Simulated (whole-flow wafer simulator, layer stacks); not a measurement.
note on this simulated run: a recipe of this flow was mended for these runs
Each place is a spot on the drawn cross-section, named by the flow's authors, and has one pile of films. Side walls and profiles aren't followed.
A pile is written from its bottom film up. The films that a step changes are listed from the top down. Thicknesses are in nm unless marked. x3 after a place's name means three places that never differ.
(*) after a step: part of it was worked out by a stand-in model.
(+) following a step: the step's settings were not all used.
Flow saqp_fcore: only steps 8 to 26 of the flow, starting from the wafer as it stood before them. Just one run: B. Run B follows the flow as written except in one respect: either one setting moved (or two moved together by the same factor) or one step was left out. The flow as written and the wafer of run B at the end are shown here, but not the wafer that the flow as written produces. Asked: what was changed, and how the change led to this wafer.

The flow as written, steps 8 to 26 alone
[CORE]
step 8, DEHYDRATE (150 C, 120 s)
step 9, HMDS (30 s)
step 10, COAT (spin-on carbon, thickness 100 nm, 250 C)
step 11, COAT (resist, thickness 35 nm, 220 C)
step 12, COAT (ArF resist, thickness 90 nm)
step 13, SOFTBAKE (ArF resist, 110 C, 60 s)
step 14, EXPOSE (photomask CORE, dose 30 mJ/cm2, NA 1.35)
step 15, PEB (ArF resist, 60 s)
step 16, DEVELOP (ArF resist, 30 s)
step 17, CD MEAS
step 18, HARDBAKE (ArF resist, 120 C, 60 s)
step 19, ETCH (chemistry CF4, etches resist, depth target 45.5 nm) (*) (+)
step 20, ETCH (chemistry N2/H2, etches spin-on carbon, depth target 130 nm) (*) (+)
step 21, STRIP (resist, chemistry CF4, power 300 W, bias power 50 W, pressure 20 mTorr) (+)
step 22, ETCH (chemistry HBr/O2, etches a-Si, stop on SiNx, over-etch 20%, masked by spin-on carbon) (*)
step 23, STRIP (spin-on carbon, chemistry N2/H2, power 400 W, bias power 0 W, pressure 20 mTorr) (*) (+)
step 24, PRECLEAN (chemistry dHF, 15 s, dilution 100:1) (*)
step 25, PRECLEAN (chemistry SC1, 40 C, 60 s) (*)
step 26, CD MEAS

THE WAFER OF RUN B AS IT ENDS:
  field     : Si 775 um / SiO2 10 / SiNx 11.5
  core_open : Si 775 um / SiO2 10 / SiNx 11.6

Cause: step 24, PRECLEAN: 24 s was run, whereas the flow has 15 s.

The path from the change to this, step by step:
  step 24, PRECLEAN (chemistry dHF, 15 s, dilution 100:1) (*)
      field, core_open: -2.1 SiNx (in the flow as written it would be: -1.31 SiNx)
